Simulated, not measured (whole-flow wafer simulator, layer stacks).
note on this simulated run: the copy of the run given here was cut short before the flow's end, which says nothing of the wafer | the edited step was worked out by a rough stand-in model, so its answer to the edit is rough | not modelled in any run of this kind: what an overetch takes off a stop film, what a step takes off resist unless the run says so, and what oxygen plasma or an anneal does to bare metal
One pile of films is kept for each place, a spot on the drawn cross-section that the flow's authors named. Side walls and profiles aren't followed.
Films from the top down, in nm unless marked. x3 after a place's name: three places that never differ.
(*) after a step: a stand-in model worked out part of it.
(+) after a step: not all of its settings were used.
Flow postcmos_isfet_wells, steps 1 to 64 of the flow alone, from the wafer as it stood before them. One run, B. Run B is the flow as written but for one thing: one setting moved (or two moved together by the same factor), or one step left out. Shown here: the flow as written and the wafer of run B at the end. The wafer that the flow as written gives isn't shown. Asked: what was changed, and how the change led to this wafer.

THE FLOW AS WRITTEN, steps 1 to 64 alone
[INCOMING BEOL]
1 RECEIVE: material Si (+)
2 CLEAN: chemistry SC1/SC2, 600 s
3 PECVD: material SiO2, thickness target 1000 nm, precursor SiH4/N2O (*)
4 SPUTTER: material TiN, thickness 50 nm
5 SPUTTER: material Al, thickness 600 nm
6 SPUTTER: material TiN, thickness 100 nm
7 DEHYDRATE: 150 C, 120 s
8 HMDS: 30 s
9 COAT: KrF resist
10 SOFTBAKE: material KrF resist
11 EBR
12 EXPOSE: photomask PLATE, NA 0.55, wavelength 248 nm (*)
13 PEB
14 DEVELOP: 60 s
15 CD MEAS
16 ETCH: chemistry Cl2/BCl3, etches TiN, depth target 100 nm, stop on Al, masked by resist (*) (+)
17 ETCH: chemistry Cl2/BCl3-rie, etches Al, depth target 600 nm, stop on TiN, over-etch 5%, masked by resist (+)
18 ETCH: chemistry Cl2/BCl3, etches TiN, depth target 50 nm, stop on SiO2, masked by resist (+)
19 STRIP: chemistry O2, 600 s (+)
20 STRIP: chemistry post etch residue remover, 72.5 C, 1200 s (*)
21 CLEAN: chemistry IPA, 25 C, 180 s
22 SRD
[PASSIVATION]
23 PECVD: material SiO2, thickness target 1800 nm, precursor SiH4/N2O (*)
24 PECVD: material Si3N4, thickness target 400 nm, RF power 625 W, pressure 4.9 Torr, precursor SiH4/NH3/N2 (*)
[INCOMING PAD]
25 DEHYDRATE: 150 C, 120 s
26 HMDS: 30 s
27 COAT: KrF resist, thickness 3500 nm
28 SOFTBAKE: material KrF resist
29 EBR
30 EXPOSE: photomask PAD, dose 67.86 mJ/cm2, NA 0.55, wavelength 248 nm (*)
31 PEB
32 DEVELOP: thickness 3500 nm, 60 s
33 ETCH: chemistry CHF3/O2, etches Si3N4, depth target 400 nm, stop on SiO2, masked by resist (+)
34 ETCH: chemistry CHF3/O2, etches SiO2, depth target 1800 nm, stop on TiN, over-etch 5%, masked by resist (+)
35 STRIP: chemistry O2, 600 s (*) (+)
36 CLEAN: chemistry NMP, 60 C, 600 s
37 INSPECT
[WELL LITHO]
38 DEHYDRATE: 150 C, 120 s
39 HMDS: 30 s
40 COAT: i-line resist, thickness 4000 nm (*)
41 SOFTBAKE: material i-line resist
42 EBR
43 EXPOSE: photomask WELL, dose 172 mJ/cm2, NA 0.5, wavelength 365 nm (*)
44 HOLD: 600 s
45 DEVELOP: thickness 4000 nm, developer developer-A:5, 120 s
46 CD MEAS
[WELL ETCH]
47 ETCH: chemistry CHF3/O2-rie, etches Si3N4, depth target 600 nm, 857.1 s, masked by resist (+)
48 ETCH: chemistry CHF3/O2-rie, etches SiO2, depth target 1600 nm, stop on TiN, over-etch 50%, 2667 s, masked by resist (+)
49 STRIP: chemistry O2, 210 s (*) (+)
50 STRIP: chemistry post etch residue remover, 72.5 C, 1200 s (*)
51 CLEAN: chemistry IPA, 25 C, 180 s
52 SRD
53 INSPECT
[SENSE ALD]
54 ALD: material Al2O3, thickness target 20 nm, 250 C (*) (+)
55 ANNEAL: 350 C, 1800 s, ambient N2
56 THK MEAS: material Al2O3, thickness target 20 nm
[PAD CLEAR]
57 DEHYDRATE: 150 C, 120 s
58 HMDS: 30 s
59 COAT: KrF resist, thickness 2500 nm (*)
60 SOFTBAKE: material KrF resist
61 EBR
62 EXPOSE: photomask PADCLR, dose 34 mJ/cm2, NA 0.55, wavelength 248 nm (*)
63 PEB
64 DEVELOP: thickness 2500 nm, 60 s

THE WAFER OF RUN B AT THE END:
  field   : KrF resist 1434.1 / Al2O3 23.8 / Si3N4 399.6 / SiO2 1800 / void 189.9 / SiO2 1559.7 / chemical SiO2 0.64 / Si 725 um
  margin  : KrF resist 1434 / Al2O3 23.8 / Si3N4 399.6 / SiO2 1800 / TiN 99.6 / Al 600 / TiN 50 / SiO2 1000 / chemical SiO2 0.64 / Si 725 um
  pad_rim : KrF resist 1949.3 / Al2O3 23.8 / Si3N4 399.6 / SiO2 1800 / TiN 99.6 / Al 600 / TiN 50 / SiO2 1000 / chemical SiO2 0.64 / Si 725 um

The cause: step 54, ALD: thickness target 23.8 nm was run, where the flow has thickness target 20 nm.
It can be read off the wafer: field has Al2O3 23.8, and step 54 as written asks for 20 nm.

How the change led to this, step by step:
  54 ALD: material Al2O3, thickness target 20 nm, 250 C (*) (+)
      field, margin, well900, well1300 x3, pad_rim, pad_clr, pad_open: Al2O3 +23.8 (new film) (as written it would be: Al2O3 +20 (new film))
